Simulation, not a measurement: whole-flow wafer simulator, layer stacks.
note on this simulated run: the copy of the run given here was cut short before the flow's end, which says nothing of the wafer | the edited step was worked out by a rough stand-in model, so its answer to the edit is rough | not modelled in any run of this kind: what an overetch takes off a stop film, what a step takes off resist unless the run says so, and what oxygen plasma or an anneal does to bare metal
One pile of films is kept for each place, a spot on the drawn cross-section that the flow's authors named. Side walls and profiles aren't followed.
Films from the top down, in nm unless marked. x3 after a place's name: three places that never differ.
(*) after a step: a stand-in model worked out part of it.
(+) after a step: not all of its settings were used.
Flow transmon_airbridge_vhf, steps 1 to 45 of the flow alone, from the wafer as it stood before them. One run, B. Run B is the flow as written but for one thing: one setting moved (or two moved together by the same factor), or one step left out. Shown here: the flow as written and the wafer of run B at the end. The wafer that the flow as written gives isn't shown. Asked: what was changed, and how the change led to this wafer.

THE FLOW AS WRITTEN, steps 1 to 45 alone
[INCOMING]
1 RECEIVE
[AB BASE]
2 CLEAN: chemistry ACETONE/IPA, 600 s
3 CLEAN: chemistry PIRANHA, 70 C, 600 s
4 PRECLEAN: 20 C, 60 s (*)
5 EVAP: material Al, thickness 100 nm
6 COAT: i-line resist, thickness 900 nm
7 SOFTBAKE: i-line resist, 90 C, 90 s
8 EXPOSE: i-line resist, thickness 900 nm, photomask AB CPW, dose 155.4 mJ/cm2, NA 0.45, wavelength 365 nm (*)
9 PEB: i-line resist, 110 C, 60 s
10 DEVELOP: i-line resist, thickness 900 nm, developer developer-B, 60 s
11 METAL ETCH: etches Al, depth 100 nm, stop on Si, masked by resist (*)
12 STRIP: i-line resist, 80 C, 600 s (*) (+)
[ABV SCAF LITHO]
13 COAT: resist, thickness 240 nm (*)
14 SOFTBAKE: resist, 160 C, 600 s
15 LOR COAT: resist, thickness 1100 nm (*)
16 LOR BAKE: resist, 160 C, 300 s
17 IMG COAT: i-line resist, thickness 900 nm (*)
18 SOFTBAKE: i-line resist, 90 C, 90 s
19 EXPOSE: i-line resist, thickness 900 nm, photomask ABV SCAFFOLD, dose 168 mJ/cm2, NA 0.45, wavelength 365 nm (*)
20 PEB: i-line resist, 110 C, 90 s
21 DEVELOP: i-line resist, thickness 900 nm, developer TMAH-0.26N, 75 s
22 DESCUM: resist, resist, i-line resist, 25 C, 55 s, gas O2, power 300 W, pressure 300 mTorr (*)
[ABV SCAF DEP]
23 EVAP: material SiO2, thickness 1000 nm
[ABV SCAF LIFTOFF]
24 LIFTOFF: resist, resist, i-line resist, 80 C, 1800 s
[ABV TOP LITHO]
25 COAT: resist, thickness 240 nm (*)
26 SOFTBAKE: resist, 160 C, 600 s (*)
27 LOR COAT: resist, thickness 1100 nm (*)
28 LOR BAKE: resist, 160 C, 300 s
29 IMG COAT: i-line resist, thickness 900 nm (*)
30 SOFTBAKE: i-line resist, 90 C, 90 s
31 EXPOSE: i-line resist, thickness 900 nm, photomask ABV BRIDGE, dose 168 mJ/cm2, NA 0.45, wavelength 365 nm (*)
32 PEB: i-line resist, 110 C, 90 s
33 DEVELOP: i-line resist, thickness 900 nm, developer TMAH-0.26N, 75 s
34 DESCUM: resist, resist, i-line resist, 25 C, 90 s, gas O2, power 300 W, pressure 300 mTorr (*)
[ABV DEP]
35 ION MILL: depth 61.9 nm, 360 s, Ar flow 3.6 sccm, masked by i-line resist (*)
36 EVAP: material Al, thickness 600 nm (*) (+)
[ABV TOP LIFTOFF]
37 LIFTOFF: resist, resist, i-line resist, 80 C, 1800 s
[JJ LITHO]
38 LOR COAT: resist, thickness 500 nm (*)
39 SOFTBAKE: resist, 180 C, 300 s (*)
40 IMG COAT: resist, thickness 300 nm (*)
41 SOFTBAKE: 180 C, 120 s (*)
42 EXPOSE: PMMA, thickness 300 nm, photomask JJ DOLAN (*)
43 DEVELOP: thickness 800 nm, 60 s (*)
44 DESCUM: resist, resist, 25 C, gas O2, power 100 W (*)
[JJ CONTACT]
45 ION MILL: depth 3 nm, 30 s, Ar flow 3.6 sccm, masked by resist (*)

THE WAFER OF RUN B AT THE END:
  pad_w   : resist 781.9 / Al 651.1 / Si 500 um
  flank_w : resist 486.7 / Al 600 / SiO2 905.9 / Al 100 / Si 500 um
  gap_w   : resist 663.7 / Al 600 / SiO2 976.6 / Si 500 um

The cause: step 35, ION MILL: depth 40.2 nm was run, where the flow has depth 61.9 nm; step 35, ION MILL: 234 s was run, where the flow has 360 s.

How the change led to this, step by step:
  35 ION MILL: depth 61.9 nm, 360 s, Ar flow 3.6 sccm, masked by i-line resist (*)
      field x3, jj_line, ground_far, trace_open_s x2, margin_s, margin_n: i-line resist -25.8 (as written it would be: i-line resist -39.7)
      flank_w, gap_w, cpw_trace, gap_e, flank_e, bridge_strip: SiO2 -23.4 (as written it would be: SiO2 -36)
      (and at 2 more places)
  37 LIFTOFF: resist, resist, i-line resist, 80 C, 1800 s
      field x3, jj_line, trace_open_s x2: Al -600 (all of it), i-line resist -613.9 (all of it), resist -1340 (all of it) (as written it would be: Al -600 (all of it), i-line resist -600 (all of it), resist -1340 (all of it))
      margin_s, margin_n: Al -600 (all of it), i-line resist -332.2 (all of it), resist -992 (all of it) (as written it would be: Al -600 (all of it), i-line resist -318.3 (all of it), resist -992 (all of it))
